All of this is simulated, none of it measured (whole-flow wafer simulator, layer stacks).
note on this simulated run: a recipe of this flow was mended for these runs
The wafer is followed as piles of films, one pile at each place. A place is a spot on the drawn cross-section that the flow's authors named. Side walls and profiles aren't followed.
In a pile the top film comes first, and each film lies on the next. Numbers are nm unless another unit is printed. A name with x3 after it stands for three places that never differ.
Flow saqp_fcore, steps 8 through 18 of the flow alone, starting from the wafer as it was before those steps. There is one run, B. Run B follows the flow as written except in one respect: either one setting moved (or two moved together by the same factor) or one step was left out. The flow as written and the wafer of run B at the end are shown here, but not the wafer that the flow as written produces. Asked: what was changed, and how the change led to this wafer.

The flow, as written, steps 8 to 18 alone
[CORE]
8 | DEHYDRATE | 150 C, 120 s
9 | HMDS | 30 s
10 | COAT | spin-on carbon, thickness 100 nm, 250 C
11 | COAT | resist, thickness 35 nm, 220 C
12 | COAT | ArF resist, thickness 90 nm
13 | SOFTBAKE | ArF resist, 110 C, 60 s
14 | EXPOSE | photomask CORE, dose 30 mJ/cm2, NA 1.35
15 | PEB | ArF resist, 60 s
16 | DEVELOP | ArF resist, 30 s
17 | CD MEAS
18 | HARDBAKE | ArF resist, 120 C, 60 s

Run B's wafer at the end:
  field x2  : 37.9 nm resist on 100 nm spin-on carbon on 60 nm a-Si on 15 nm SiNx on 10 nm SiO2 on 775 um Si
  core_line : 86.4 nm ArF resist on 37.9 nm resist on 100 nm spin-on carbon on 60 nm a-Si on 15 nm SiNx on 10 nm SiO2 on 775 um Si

Cause: step 11, COAT: thickness 37.9 nm was run, whereas the flow has thickness 35 nm.
The wafer itself shows it: field x2 has resist 37.9, and step 11 as written asks for 35 nm.

How this came from the change, step by step:
  11 | COAT | resist, thickness 35 nm, 220 C
      field x2, core_line: resist gains 37.9 (new film) (in the flow as written it would be: resist gains 35 (new film))
